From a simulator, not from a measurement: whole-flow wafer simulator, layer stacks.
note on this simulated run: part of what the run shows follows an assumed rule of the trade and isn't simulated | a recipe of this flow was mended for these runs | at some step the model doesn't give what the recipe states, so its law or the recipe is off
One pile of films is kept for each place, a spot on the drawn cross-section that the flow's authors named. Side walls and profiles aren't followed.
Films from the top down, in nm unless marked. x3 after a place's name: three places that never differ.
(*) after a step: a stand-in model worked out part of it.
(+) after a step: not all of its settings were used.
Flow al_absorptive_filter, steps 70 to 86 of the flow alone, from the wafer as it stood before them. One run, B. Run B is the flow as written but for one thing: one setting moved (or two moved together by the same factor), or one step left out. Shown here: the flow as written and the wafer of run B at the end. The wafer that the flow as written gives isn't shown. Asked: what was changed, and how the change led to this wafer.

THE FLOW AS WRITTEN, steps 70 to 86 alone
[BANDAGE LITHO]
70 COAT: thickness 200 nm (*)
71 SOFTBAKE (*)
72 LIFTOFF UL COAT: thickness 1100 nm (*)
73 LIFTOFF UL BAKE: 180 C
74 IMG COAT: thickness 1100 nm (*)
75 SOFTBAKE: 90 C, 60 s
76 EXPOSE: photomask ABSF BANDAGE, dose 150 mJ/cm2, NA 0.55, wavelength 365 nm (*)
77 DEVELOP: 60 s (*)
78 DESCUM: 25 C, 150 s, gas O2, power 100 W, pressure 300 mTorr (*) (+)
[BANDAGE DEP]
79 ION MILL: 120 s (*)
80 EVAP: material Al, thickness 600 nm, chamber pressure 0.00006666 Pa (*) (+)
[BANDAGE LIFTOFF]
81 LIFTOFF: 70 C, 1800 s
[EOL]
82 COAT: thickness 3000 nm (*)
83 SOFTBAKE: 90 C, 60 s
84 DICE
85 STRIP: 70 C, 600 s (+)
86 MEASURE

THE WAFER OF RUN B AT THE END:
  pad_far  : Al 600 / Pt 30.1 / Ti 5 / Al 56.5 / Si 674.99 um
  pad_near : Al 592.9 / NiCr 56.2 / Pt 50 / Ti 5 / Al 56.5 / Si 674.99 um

The cause: step 74, IMG COAT: thickness 1496 nm was run, where the flow has thickness 1100 nm; step 79, ION MILL: 163 s was run, where the flow has 120 s.

How the change led to this, step by step:
  74 IMG COAT: thickness 1100 nm (*)
      xa_field, xl_land, idc_field: i-line-resist +1496 (new film) (as written it would be: i-line-resist +1100 (new film))
      idc_line, idc_space: i-line-resist +1495.7 (new film) (as written it would be: i-line-resist +1099.7 (new film))
      (and at 9 more places)
  75 SOFTBAKE: 90 C, 60 s
      xa_margin: i-line-resist -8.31 (as written it would be: i-line-resist -3.13)
      xa_strip: i-line-resist -15.9 (as written it would be: i-line-resist -4.64)
      (and at 2 more places)
  77 DEVELOP: 60 s (*)
      pad_far: i-line-resist -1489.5 (all of it), lift-off-underlayer -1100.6 (all of it) (as written it would be: i-line-resist -1093.9 (all of it), lift-off-underlayer -1100.6 (all of it))
      pad_near: i-line-resist -1480.8 (all of it), lift-off-underlayer -1058.2 (all of it) (as written it would be: i-line-resist -1085.7 (all of it), lift-off-underlayer -1058.2 (all of it))
  79 ION MILL: 120 s (*)
      gnd, ledge, res and 9 more: i-line-resist -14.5 (as written it would be: i-line-resist -10.7)
      pad_far: Pt -19.9 (as written it would be: Pt -14.7)
      (and at 1 more place)
  81 LIFTOFF: 70 C, 1800 s
      xa_field, xl_land, idc_field: Al -600 (all of it), i-line-resist -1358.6 (all of it), lift-off-underlayer -1100 (all of it), acrylic-e-beam-resist -200 (all of it) (as written it would be: Al -600 (all of it), i-line-resist -966.4 (all of it), lift-off-underlayer -1100 (all of it), acrylic-e-beam-resist -200 (all of it))
      gnd: Al -600 (all of it), i-line-resist -1360.6 (all of it), lift-off-underlayer -1103.3 (all of it), acrylic-e-beam-resist -200.9 (all of it) (as written it would be: Al -600 (all of it), i-line-resist -968.3 (all of it), lift-off-underlayer -1103.3 (all of it), acrylic-e-beam-resist -200.9 (all of it))
      (and at 8 more places)
